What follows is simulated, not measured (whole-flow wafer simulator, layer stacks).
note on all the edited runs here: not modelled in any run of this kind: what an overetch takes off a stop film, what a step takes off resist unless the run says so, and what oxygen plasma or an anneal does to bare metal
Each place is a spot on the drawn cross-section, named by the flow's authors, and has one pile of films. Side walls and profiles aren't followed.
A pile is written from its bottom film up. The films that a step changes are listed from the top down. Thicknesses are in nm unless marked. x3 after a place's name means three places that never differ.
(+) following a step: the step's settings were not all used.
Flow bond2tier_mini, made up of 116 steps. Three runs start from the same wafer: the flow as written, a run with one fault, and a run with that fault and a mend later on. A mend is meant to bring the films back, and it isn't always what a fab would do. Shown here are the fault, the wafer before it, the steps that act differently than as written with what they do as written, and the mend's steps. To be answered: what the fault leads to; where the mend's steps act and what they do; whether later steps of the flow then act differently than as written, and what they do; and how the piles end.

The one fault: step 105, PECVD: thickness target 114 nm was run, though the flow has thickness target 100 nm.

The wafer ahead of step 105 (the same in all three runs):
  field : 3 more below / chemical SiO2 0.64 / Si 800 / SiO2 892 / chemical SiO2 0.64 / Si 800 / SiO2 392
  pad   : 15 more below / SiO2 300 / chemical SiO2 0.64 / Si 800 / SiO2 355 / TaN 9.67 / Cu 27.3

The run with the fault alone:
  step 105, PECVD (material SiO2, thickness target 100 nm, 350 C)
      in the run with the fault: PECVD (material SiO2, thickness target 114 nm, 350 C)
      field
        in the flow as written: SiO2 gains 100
        in the run with the fault: SiO2 gains 114
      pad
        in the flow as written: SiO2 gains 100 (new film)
        in the run with the fault: SiO2 gains 114 (new film)
  Steps further on in the flow that do not act as written:
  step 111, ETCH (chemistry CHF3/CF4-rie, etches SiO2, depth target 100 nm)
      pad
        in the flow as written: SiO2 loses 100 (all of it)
        in the run with the fault: SiO2 loses 100
  At field, pad, the piles at the end differ from the flow's by more than 2% or 0.5 nm, whichever is larger.
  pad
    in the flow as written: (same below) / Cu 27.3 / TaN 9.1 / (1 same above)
    in the run with the fault: (same below) / Cu 27.3 / SiO2 14 / TaN 9.1 / (1 same above)
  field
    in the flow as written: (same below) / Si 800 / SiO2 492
    in the run with the fault: (same below) / Si 800 / SiO2 506

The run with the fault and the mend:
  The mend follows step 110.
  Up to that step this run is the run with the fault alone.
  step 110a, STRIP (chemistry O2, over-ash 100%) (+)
      field
        KrF resist loses 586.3 (all of it)
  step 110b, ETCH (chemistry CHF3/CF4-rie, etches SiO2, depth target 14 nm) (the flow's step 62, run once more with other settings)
      field, pad
        SiO2 loses 14
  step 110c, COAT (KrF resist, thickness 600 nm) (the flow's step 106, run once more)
      field, pad
        KrF resist gains 600 (new film)
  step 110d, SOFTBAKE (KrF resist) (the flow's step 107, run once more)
      does not change any film at any place that is followed
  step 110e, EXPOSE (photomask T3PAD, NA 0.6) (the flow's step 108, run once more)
      does not change any film at any place that is followed
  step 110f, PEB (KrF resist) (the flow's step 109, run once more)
      does not change any film at any place that is followed
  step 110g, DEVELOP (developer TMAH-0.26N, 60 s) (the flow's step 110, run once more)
      field
        KrF resist loses 13.7
      pad
        KrF resist loses 600 (all of it)
  Later steps of the flow that are run all act as written at every place that is followed.
  At every place that both follow, the piles at the end match the flow's.
